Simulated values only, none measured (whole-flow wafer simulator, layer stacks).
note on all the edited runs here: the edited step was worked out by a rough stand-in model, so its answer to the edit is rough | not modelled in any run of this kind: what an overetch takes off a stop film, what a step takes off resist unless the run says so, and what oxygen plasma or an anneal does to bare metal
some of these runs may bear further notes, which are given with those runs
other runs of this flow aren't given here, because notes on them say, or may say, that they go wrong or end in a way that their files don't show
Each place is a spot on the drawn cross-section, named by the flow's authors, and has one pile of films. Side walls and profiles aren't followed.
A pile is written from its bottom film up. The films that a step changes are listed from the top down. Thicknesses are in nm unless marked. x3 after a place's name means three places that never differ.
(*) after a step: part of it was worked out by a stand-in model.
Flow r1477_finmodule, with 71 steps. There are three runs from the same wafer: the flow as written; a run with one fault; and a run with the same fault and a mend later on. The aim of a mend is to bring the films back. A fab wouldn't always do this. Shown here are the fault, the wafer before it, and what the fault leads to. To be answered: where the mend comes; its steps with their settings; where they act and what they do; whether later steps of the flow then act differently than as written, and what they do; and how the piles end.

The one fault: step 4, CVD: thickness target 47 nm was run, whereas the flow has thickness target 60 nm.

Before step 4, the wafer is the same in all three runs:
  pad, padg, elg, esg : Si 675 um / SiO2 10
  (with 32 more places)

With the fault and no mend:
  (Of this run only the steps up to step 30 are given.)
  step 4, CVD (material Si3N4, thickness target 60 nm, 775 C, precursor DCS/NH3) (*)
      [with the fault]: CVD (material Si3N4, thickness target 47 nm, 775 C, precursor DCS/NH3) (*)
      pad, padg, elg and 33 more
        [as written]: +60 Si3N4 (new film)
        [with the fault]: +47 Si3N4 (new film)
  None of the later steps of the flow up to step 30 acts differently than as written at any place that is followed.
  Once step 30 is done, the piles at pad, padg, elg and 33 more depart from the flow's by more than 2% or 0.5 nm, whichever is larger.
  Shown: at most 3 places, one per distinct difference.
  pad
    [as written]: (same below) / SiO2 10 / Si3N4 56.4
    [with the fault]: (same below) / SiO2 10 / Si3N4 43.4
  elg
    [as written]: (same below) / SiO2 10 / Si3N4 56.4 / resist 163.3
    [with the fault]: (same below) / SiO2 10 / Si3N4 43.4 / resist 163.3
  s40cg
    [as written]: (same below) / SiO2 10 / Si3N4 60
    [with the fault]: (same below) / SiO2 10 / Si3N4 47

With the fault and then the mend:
  After step 5 comes the mend.
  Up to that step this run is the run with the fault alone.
  step 5a, CVD (material Si3N4, thickness target 13 nm, 775 C, precursor DCS/NH3) (*) (the flow's step 4 again, with other settings)
      pad, padg, elg and 33 more
        +13 Si3N4
  None of the later steps of the flow acts differently than as written at any place that is followed.
  By the end, the piles equal the flow's at every place that both follow.
